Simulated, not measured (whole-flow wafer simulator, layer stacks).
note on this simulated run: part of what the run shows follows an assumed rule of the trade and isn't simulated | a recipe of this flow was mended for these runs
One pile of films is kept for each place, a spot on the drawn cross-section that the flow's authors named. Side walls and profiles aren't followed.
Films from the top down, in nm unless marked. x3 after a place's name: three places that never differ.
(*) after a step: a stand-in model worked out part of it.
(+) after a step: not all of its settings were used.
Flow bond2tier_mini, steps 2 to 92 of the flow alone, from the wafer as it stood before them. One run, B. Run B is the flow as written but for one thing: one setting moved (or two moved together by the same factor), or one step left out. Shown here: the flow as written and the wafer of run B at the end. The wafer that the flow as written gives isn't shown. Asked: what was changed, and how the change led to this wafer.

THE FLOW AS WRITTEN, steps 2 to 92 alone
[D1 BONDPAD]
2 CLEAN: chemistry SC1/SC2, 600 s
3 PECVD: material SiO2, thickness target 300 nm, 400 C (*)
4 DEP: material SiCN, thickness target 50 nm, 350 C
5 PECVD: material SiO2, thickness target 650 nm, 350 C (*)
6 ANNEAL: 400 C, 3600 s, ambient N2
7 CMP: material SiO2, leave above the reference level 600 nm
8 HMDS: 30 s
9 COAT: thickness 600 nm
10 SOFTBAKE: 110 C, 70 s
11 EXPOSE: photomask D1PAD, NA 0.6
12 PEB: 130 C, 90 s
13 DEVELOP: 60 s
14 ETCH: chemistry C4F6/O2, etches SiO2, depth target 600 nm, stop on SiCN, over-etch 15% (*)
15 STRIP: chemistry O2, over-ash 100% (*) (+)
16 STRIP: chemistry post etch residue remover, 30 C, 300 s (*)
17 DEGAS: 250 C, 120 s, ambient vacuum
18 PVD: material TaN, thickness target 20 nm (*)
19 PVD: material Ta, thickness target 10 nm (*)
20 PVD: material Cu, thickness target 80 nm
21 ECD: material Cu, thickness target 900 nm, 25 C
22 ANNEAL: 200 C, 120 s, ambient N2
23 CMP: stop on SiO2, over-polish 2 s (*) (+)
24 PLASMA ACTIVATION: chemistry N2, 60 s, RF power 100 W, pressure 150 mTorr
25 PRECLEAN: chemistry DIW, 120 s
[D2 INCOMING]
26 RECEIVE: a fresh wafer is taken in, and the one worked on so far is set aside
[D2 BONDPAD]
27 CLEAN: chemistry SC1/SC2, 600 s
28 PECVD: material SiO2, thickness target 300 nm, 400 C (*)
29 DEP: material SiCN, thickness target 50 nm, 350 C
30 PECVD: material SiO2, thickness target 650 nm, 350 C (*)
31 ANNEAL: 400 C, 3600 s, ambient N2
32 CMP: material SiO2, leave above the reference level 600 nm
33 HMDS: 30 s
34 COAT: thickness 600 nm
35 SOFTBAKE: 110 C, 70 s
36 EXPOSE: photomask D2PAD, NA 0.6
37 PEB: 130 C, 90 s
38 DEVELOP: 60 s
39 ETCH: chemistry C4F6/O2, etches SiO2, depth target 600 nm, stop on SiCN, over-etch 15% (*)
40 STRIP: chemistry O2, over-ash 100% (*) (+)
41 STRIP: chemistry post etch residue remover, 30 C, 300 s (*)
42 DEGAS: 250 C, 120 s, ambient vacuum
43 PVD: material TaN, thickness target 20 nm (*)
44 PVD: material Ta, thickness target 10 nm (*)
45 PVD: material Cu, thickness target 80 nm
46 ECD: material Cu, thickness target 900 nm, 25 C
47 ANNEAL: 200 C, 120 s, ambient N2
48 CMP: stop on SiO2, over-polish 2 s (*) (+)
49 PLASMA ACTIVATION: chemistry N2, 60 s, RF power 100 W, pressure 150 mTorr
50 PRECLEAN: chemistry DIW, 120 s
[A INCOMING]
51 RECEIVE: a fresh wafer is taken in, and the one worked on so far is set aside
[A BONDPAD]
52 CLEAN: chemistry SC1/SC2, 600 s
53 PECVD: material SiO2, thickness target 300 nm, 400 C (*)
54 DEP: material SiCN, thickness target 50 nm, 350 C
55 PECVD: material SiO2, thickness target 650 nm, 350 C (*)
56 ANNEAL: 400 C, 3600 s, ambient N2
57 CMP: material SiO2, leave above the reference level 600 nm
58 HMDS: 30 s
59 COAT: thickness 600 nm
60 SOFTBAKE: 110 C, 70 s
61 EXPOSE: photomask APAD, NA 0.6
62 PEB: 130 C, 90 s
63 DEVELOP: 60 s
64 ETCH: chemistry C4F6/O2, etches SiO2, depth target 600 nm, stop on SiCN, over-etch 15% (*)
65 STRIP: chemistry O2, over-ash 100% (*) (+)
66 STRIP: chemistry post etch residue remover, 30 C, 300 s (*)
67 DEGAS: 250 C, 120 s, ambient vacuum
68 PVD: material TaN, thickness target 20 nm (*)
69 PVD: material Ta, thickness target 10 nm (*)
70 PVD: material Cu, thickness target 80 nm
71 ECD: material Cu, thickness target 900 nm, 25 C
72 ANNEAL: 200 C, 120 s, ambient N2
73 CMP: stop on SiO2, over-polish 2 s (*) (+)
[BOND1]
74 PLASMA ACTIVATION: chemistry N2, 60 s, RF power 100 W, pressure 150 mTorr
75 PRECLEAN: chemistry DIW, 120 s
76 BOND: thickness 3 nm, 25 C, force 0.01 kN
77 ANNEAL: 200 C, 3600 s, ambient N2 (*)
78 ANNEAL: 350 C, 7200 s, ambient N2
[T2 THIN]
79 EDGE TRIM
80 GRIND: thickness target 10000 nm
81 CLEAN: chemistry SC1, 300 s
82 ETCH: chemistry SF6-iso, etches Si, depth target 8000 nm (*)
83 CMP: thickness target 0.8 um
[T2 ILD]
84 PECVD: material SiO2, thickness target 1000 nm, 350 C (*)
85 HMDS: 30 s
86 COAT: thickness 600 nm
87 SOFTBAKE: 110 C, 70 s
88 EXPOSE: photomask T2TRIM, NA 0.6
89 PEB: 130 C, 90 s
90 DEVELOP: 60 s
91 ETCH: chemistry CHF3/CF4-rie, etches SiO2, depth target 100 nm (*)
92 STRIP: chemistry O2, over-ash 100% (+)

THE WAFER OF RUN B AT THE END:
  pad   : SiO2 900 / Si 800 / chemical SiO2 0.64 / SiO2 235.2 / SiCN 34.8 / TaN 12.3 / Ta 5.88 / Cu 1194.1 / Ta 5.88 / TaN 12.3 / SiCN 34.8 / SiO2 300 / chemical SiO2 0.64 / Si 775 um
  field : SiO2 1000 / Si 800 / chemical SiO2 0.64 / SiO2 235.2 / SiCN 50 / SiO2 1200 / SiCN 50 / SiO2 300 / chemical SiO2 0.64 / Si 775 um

The cause: step 3, PECVD: thickness target 235.2 nm was run, where the flow has thickness target 300 nm.
It can be read off the wafer: pad has SiO2 235.2, and step 3 as written asks for 300 nm.

How the change led to this, step by step:
  3 PECVD: material SiO2, thickness target 300 nm, 400 C (*)
      field, pad, via: SiO2 +235.2 (new film) (as written it would be: SiO2 +300 (new film))
  76 BOND: thickness 3 nm, 25 C, force 0.01 kN
      field: Si +775 um (new film), chemical SiO2 +0.64 (new film), SiO2 +235.2 (new film), SiCN +50 (new film), SiO2 +600 (as written it would be: Si +775 um (new film), chemical SiO2 +0.64 (new film), SiO2 +300 (new film), SiCN +50 (new film), SiO2 +600)
      pad: Si +775 um (new film), chemical SiO2 +0.64 (new film), SiO2 +235.2 (new film), SiCN +34.8 (new film), TaN +12.3 (new film), Ta +5.88 (new film), Cu +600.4 (as written it would be: Si +775 um (new film), chemical SiO2 +0.64 (new film), SiO2 +300 (new film), SiCN +34.8 (new film), TaN +12.3 (new film), Ta +5.88 (new film), Cu +600.4)
      (and at 1 more place)
